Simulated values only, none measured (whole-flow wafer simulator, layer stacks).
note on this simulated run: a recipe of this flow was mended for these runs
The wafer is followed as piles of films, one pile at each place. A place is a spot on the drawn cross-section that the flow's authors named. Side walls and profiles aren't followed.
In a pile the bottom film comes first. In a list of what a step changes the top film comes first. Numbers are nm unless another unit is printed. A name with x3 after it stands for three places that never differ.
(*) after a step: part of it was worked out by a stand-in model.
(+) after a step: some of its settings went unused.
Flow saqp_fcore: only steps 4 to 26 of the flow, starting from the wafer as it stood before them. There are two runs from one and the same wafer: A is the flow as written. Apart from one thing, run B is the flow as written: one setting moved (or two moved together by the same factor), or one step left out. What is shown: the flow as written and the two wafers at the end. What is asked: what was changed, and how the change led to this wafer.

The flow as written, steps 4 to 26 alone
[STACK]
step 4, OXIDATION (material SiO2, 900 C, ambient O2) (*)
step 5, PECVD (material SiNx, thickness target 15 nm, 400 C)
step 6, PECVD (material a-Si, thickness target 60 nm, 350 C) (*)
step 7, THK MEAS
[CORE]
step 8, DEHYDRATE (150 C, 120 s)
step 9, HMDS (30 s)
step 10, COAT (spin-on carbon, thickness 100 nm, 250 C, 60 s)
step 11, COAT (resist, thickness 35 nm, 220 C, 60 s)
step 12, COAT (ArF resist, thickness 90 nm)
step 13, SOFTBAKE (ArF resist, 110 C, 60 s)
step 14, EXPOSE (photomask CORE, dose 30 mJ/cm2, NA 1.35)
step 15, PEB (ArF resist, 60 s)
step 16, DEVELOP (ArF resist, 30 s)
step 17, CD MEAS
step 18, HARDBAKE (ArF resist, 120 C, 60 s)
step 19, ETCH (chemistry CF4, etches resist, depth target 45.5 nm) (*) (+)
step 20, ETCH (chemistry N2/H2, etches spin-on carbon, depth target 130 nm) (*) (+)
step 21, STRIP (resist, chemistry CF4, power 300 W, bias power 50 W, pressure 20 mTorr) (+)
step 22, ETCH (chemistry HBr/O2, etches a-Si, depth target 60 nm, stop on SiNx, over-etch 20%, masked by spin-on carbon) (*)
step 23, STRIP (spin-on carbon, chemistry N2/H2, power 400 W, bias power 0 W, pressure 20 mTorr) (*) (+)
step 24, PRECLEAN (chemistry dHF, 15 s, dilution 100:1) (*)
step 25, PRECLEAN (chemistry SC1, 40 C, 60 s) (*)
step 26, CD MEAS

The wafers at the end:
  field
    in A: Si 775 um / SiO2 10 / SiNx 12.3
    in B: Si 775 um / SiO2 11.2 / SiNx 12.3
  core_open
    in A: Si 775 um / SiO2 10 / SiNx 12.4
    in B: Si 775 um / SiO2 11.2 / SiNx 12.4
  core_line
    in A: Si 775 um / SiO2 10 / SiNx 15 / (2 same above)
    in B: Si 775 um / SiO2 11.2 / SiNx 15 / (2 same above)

What caused this: step 4, OXIDATION: 912 C was run, while the flow as written has 900 C.

The path from the change to this, step by step:
  step 4, OXIDATION (material SiO2, 900 C, ambient O2) (*)
      field, core_open, core_line: A +10 SiO2 (new film), -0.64 chemical SiO2 (all of it), -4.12 Si | B +11.2 SiO2 (new film), -0.64 chemical SiO2 (all of it), -4.64 Si
